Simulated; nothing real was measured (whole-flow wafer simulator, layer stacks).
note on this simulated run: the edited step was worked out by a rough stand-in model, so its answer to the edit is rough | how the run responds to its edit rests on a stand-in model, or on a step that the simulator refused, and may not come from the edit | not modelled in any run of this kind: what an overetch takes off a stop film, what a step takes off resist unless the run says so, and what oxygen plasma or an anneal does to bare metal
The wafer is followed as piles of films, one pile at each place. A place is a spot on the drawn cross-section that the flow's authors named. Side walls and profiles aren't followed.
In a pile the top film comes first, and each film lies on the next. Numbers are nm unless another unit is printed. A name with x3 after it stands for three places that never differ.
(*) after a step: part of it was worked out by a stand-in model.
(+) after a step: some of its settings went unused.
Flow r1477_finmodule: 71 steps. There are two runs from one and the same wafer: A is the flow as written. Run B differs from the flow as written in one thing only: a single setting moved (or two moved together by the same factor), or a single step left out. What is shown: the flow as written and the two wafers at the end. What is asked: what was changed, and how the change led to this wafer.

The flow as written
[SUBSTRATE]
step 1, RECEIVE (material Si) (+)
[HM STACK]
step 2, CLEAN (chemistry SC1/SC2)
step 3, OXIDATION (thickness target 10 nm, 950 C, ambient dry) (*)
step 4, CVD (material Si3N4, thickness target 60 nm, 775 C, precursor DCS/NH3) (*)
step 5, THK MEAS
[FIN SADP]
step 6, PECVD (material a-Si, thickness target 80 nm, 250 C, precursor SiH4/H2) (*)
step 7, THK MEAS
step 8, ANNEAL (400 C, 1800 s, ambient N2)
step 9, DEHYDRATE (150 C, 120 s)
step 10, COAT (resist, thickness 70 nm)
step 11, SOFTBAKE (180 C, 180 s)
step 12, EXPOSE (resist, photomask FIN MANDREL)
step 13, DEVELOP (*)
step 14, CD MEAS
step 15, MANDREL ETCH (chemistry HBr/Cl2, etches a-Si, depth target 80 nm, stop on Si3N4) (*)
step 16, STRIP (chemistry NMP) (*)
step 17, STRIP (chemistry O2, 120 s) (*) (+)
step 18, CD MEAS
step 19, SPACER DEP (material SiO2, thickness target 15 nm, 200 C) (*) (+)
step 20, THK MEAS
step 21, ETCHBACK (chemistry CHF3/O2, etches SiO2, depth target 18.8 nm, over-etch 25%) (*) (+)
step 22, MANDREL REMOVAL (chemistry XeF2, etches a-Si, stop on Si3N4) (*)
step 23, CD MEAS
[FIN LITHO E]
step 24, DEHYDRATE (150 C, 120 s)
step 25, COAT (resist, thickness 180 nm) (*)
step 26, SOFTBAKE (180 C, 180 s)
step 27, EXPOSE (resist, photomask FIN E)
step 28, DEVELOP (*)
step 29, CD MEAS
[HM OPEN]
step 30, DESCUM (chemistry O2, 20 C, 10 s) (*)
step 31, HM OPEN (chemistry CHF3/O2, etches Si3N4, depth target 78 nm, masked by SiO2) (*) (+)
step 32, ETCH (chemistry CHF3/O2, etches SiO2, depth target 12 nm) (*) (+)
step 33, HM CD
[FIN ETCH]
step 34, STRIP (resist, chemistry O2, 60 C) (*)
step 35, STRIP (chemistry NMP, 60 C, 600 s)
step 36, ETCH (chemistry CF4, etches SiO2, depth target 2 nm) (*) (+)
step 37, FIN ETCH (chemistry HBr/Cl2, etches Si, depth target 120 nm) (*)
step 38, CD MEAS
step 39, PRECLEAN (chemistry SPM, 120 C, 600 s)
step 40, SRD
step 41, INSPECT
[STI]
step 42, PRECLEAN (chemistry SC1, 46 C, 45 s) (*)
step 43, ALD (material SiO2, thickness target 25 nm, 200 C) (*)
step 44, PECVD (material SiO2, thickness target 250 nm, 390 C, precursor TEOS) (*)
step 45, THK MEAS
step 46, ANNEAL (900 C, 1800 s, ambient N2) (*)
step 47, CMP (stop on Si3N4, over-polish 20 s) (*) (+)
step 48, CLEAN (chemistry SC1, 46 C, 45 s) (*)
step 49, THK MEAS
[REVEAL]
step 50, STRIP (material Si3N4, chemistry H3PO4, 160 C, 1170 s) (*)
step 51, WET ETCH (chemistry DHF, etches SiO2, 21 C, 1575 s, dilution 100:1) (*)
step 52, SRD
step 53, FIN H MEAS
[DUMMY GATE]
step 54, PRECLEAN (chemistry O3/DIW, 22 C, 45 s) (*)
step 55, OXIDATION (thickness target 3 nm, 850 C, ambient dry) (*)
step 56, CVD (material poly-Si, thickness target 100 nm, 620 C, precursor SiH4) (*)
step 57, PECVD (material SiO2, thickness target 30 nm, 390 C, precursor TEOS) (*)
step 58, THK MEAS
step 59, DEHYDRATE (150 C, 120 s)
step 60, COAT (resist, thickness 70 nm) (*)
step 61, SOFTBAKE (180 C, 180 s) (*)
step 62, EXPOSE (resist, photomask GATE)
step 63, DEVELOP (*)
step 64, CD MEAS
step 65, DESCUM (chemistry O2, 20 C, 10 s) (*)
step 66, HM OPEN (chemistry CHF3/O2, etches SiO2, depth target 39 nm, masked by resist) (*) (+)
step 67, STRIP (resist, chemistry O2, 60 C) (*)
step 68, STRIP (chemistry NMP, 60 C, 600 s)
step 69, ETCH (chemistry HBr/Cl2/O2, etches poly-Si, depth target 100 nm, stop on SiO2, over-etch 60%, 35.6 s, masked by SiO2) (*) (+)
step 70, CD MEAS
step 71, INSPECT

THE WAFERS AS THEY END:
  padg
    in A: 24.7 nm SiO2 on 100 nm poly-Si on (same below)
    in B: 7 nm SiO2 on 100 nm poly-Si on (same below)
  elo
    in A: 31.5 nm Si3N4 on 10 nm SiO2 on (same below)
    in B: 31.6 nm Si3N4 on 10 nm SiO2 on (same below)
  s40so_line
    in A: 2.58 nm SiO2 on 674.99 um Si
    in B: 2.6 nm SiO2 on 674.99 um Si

What caused this: step 57, PECVD: thickness target 12.3 nm was run, while the flow as written has thickness target 30 nm.

The path from the change to this, step by step:
  step 57, PECVD (material SiO2, thickness target 30 nm, 390 C, precursor TEOS) (*)
      pad, padg, elg and 33 more: A SiO2 gains 30 (new film) | B SiO2 gains 12.3 (new film)
  step 66, HM OPEN (chemistry CHF3/O2, etches SiO2, depth target 39 nm, masked by resist) (*) (+)
      pad, elo, eso and 15 more: A SiO2 loses 30 (all of it), poly-Si loses 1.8 | B SiO2 loses 12.3 (all of it), poly-Si loses 1.23
      padg, elg, esg and 15 more: A resist loses 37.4 | B resist loses 17.7
  step 67, STRIP (resist, chemistry O2, 60 C) (*)
      padg, elg, esg: A resist loses 15.9 (all of it) | B resist loses 35.6 (all of it)
      e40lg, e100lg, e200lg: A resist loses 12.8 (all of it) | B resist loses 32.5 (all of it)
      (as well as at 12 more places)
